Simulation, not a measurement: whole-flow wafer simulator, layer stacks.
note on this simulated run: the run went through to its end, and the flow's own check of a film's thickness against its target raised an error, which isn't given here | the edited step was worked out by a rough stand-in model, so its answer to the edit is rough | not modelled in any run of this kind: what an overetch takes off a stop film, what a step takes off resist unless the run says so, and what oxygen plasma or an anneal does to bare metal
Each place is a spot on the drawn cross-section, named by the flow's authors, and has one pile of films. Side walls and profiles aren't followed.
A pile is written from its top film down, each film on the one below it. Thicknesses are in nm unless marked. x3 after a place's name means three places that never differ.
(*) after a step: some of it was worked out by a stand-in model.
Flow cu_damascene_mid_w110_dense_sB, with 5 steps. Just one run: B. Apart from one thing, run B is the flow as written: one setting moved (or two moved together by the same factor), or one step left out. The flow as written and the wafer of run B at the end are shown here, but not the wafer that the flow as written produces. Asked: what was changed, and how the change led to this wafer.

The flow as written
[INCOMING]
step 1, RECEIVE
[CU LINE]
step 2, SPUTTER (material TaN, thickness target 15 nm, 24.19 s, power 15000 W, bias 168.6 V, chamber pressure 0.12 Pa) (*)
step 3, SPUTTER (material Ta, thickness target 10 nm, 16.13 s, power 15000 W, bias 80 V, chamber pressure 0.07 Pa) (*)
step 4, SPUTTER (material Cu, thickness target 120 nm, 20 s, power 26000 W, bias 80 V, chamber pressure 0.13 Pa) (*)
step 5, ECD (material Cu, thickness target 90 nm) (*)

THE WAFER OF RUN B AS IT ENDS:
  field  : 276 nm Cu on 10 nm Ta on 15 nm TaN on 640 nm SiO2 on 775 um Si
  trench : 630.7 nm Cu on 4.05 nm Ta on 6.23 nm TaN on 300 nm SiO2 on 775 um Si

Cause: step 4, SPUTTER: thickness target 186 nm was run, while the flow as written has thickness target 120 nm; step 4, SPUTTER: 31 s was run, where the flow has 20 s.

Step by step, how the change led to this:
  step 4, SPUTTER (material Cu, thickness target 120 nm, 20 s, power 26000 W, bias 80 V, chamber pressure 0.13 Pa) (*)
      field: Cu gains 186 (new film) (in the flow as written it would be: Cu gains 120 (new film))
      trench: Cu gains 77.4 (new film) (in the flow as written it would be: Cu gains 49.9 (new film))
  step 5, ECD (material Cu, thickness target 90 nm) (*)
      trench: Cu gains 553.3 (in the flow as written it would be: Cu gains 514.8)
